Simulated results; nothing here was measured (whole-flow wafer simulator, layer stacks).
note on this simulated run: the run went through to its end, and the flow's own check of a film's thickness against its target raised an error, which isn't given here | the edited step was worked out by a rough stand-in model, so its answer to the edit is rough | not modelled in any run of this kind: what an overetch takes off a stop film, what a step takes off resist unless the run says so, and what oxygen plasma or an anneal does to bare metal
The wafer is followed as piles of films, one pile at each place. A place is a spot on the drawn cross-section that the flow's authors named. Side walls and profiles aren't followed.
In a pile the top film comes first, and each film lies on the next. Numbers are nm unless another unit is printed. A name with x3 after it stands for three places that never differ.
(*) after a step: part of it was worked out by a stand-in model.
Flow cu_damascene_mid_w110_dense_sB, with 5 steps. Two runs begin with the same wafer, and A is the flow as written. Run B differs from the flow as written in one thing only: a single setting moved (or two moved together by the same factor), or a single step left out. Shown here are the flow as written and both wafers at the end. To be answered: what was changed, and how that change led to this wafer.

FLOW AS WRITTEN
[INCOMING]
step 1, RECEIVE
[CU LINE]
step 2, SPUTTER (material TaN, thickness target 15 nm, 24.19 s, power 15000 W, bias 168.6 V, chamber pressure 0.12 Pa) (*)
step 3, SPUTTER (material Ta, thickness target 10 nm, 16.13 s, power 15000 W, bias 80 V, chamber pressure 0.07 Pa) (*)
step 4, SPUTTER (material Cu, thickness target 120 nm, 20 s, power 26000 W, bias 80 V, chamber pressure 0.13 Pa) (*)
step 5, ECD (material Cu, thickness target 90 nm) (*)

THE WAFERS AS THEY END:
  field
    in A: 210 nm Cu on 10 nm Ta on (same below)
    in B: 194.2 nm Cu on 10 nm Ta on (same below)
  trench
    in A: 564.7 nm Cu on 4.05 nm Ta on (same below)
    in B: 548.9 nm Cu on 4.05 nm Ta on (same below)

What caused this: step 5, ECD: thickness target 74.2 nm was run, while the flow as written has thickness target 90 nm.

Step by step, how the change led to this:
  step 5, ECD (material Cu, thickness target 90 nm) (*)
      field: A +90 Cu | B +74.2 Cu
      trench: A +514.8 Cu | B +499 Cu
